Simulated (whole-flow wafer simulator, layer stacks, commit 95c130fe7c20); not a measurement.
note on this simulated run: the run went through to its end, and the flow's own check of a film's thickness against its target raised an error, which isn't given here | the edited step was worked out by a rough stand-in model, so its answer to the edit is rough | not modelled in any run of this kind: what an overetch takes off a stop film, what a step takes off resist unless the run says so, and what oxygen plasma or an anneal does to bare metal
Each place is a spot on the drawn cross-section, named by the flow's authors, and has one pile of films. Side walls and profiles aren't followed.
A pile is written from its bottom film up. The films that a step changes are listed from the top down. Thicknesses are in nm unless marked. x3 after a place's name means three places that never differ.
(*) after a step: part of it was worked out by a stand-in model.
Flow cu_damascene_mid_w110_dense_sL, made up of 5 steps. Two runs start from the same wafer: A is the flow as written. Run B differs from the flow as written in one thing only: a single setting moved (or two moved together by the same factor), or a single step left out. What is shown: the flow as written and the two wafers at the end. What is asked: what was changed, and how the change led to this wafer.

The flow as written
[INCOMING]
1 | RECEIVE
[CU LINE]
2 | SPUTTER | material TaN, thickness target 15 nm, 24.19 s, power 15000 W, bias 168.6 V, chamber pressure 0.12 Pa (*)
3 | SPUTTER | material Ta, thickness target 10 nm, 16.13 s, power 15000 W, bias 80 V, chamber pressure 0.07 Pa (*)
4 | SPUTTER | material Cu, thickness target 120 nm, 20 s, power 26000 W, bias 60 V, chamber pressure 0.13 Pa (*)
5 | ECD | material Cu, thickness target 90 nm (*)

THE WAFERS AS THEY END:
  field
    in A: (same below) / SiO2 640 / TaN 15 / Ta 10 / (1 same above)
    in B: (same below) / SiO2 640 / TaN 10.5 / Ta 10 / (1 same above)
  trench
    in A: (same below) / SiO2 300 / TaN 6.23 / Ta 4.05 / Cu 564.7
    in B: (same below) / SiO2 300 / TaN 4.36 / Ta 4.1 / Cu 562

The reason: step 2, SPUTTER: thickness target 10.5 nm was run, though the flow has thickness target 15 nm; step 2, SPUTTER: 16.93 s was run, where the flow has 24.19 s.
The wafer itself shows it: field has TaN 10.5, and step 2 as written asks for 15 nm.

How this came from the change, step by step:
  2 | SPUTTER | material TaN, thickness target 15 nm, 24.19 s, power 15000 W, bias 168.6 V, chamber pressure 0.12 Pa (*)
      field: A TaN gains 15 (new film) | B TaN gains 10.5 (new film)
      trench: A TaN gains 6.23 (new film) | B TaN gains 4.36 (new film)
